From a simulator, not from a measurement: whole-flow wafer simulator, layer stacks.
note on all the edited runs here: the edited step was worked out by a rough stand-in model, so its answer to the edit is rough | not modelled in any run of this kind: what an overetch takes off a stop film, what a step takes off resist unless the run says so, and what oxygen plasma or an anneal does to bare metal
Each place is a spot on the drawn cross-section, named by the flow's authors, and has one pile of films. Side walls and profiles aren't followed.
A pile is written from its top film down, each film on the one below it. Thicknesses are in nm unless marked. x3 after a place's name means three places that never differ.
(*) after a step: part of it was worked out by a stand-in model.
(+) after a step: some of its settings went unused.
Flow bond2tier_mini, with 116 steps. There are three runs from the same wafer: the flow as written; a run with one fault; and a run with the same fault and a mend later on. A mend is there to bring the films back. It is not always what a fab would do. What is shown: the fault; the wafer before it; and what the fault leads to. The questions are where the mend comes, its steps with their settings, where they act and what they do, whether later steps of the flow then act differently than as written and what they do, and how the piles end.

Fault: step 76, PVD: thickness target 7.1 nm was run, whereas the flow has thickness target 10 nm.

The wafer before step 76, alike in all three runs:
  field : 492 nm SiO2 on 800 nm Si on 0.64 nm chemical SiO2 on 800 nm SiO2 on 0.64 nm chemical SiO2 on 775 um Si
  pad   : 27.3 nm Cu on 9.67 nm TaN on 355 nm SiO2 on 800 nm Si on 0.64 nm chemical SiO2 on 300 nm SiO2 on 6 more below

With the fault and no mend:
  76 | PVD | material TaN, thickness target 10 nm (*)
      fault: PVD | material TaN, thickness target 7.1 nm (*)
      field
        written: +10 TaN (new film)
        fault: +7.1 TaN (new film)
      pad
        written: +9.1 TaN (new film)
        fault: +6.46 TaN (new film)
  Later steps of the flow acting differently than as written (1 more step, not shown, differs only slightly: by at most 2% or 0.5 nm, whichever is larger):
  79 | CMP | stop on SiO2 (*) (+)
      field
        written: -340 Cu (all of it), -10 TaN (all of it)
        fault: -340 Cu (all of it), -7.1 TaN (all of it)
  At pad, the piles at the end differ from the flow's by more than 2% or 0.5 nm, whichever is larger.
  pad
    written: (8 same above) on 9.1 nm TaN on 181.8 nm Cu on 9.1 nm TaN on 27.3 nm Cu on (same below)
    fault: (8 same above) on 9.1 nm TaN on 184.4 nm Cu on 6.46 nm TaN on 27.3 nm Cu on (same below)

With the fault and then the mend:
  The mend follows step 76.
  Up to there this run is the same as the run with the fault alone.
  76a | PVD | material TaN, thickness target 2.9 nm (*) (a further turn of the flow's step 76, with different settings)
      field
        +2.9 TaN
      pad
        +2.64 TaN
  Later steps of the flow that are run all act as written at every place that is followed.
  At every place that both follow, the piles at the end match the flow's.
